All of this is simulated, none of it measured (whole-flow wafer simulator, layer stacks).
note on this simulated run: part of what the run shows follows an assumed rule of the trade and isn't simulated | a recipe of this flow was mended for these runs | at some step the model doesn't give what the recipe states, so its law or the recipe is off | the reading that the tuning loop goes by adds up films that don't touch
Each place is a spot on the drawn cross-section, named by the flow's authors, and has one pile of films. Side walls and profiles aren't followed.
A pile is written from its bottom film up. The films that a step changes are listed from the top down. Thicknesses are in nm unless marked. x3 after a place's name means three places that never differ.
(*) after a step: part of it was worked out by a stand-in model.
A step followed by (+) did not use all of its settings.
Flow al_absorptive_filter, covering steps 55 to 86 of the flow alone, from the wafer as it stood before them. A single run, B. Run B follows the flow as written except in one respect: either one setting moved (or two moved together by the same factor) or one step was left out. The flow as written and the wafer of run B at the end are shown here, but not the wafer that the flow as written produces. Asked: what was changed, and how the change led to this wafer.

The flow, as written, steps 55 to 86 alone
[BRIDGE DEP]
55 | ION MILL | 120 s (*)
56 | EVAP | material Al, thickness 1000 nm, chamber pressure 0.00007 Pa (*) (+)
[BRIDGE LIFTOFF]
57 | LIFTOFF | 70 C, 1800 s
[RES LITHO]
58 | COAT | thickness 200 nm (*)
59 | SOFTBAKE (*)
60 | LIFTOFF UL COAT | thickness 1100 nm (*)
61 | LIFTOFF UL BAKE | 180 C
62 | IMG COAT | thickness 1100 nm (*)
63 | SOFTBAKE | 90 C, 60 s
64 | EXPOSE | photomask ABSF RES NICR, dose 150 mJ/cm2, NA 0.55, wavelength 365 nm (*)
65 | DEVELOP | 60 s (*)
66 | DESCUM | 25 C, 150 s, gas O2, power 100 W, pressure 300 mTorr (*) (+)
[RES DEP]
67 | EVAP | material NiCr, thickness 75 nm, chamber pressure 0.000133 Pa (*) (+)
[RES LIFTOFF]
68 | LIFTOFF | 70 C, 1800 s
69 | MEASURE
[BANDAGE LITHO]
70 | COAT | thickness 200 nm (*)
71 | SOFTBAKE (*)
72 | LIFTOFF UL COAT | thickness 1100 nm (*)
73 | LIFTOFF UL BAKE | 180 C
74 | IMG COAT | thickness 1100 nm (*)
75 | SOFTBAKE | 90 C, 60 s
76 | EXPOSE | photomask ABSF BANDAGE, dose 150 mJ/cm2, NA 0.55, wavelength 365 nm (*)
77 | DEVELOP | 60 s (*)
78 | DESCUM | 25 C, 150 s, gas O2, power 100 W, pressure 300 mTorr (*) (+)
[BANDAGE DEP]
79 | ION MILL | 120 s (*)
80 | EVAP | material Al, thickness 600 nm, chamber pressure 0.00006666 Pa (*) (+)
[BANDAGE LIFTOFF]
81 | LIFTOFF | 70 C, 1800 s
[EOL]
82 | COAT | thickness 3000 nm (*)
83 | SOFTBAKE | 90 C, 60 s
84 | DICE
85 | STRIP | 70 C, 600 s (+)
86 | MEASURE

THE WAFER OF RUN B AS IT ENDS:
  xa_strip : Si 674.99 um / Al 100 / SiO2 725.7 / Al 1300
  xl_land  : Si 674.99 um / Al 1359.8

Cause: step 56, EVAP: thickness 1300 nm was run, though the flow has thickness 1000 nm.
One can read it off the wafer: xa_strip has Al 1300, and step 56 as written asks for 1000 nm.

How this came from the change, step by step:
  56 | EVAP | material Al, thickness 1000 nm, chamber pressure 0.00007 Pa (*) (+)
      gnd, pad_far, pad_near and 10 more: +1300 Al (new film) (as written it would have been: +1000 Al (new film))
      xl_land: +1300 Al (as written it would have been: +1000 Al)
  57 | LIFTOFF | 70 C, 1800 s
      gnd, xa_field, idc_field: -1300 Al (all of it), -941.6 i-line-resist (all of it), -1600 lift-off-underlayer (all of it), -200 acrylic-e-beam-resist (all of it) (as written it would have been: -1000 Al (all of it), -941.6 i-line-resist (all of it), -1600 lift-off-underlayer (all of it), -200 acrylic-e-beam-resist (all of it))
      pad_far: -1300 Al (all of it), -940.5 i-line-resist (all of it), -1591.1 lift-off-underlayer (all of it), -198.5 acrylic-e-beam-resist (all of it) (as written it would have been: -1000 Al (all of it), -940.5 i-line-resist (all of it), -1591.1 lift-off-underlayer (all of it), -198.5 acrylic-e-beam-resist (all of it))
      (also at 6 further places)
  58 | COAT | thickness 200 nm (*)
      xa_margin: +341 acrylic-e-beam-resist (new film) (as written it would have been: +288.1 acrylic-e-beam-resist (new film))
      xa_strip: +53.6 acrylic-e-beam-resist (new film) (as written it would have been: +66.9 acrylic-e-beam-resist (new film))
      (also at 1 further place)
  60 | LIFTOFF UL COAT | thickness 1100 nm (*)
      xa_margin: +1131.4 lift-off-underlayer (new film) (as written it would have been: +1021 lift-off-underlayer (new film))
      xa_strip: +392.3 lift-off-underlayer (new film) (as written it would have been: +459.8 lift-off-underlayer (new film))
  62 | IMG COAT | thickness 1100 nm (*)
      xa_margin: +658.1 i-line-resist (new film) (as written it would have been: +741.1 i-line-resist (new film))
      xa_strip: +457.6 i-line-resist (new film) (as written it would have been: +577.9 i-line-resist (new film))
  63 | SOFTBAKE | 90 C, 60 s
      xa_strip: -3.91 i-line-resist (as written it would have been: -4.64 i-line-resist)
  68 | LIFTOFF | 70 C, 1800 s
      xa_margin: -75 NiCr (all of it), -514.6 i-line-resist (all of it), -1131.4 lift-off-underlayer (all of it), -341 acrylic-e-beam-resist (all of it) (as written it would have been: -75 NiCr (all of it), -598.1 i-line-resist (all of it), -1021 lift-off-underlayer (all of it), -288.1 acrylic-e-beam-resist (all of it))
      xa_strip: -75 NiCr (all of it), -313.8 i-line-resist (all of it), -392.3 lift-off-underlayer (all of it), -53.6 acrylic-e-beam-resist (all of it) (as written it would have been: -75 NiCr (all of it), -433.3 i-line-resist (all of it), -459.8 lift-off-underlayer (all of it), -66.9 acrylic-e-beam-resist (all of it))
      (also at 1 further place)
  70 | COAT | thickness 200 nm (*)
      xa_margin: +341 acrylic-e-beam-resist (new film) (as written it would have been: +288.1 acrylic-e-beam-resist (new film))
      xa_strip: +53.6 acrylic-e-beam-resist (new film) (as written it would have been: +66.9 acrylic-e-beam-resist (new film))
  72 | LIFTOFF UL COAT | thickness 1100 nm (*)
      xa_margin: +1131.4 lift-off-underlayer (new film) (as written it would have been: +1021 lift-off-underlayer (new film))
      xa_strip: +392.3 lift-off-underlayer (new film) (as written it would have been: +459.8 lift-off-underlayer (new film))
  74 | IMG COAT | thickness 1100 nm (*)
      xa_margin: +658.1 i-line-resist (new film) (as written it would have been: +741.1 i-line-resist (new film))
      xa_strip: +457.6 i-line-resist (new film) (as written it would have been: +577.9 i-line-resist (new film))
  75 | SOFTBAKE | 90 C, 60 s
      xa_strip: -3.91 i-line-resist (as written it would have been: -4.64 i-line-resist)
  81 | LIFTOFF | 70 C, 1800 s
      xa_margin: -600 Al (all of it), -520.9 i-line-resist (all of it), -1131.4 lift-off-underlayer (all of it), -341 acrylic-e-beam-resist (all of it) (as written it would have been: -600 Al (all of it), -604.4 i-line-resist (all of it), -1021 lift-off-underlayer (all of it), -288.1 acrylic-e-beam-resist (all of it))
      xa_strip: -600 Al (all of it), -320.1 i-line-resist (all of it), -392.3 lift-off-underlayer (all of it), -53.6 acrylic-e-beam-resist (all of it) (as written it would have been: -600 Al (all of it), -439.6 i-line-resist (all of it), -459.8 lift-off-underlayer (all of it), -66.9 acrylic-e-beam-resist (all of it))
  82 | COAT | thickness 3000 nm (*)
      xa_margin: +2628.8 i-line-resist (new film) (as written it would have been: +2563.4 i-line-resist (new film))
      xa_strip: +1368.4 i-line-resist (new film) (as written it would have been: +1594.3 i-line-resist (new film))
  83 | SOFTBAKE | 90 C, 60 s
      xa_margin: -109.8 i-line-resist (as written it would have been: -94.2 i-line-resist)
      xa_strip: -137.1 i-line-resist (as written it would have been: -117.3 i-line-resist)
  85 | STRIP | 70 C, 600 s (+)
      xa_strip: -1231.3 i-line-resist (all of it) (as written it would have been: -1477 i-line-resist (all of it))
